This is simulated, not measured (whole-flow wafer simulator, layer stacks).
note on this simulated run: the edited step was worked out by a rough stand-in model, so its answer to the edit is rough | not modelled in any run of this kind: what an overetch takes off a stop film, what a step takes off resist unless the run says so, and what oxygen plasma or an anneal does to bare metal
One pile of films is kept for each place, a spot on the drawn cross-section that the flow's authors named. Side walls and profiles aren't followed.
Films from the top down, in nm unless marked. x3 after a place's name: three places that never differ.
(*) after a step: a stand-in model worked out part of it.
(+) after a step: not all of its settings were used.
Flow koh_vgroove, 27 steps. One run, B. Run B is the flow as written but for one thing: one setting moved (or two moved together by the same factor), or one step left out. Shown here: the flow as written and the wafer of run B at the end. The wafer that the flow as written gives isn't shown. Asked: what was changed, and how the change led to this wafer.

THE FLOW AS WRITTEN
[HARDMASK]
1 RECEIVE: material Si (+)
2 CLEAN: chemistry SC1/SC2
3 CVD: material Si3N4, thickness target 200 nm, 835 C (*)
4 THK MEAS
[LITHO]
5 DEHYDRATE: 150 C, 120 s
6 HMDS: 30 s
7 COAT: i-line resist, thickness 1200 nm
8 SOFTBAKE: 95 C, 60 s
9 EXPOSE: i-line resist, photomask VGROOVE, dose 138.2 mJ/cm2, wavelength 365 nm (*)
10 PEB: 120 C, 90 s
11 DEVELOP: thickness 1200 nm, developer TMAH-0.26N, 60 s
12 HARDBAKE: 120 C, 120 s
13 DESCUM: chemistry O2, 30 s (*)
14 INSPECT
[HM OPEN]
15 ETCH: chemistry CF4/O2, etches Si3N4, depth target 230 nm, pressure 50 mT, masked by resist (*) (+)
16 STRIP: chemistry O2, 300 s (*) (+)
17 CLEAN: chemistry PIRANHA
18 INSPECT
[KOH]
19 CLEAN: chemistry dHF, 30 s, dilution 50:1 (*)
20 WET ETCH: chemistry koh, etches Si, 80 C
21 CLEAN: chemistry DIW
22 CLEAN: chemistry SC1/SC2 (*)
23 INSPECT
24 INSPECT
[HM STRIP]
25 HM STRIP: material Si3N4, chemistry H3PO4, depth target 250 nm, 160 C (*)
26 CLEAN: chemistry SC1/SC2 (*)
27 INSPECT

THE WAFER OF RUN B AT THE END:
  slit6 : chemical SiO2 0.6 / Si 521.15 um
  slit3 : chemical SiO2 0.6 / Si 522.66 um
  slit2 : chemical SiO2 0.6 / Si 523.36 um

The cause: step 15, ETCH: depth target 322 nm was run, where the flow has depth target 230 nm.

How the change led to this, step by step:
  15 ETCH: chemistry CF4/O2, etches Si3N4, depth target 230 nm, pressure 50 mT, masked by resist (*) (+)
      slit3, slit2, slit6, slit20: Si3N4 -200 (all of it), chemical SiO2 -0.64 (all of it), Si -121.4 (as written it would be: Si3N4 -200 (all of it), chemical SiO2 -0.64 (all of it), Si -29.4)
      field: i-line resist -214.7 (as written it would be: i-line resist -153.3)
  16 STRIP: chemistry O2, 300 s (*) (+)
      field: i-line resist -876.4 (all of it) (as written it would be: i-line resist -937.7 (all of it))
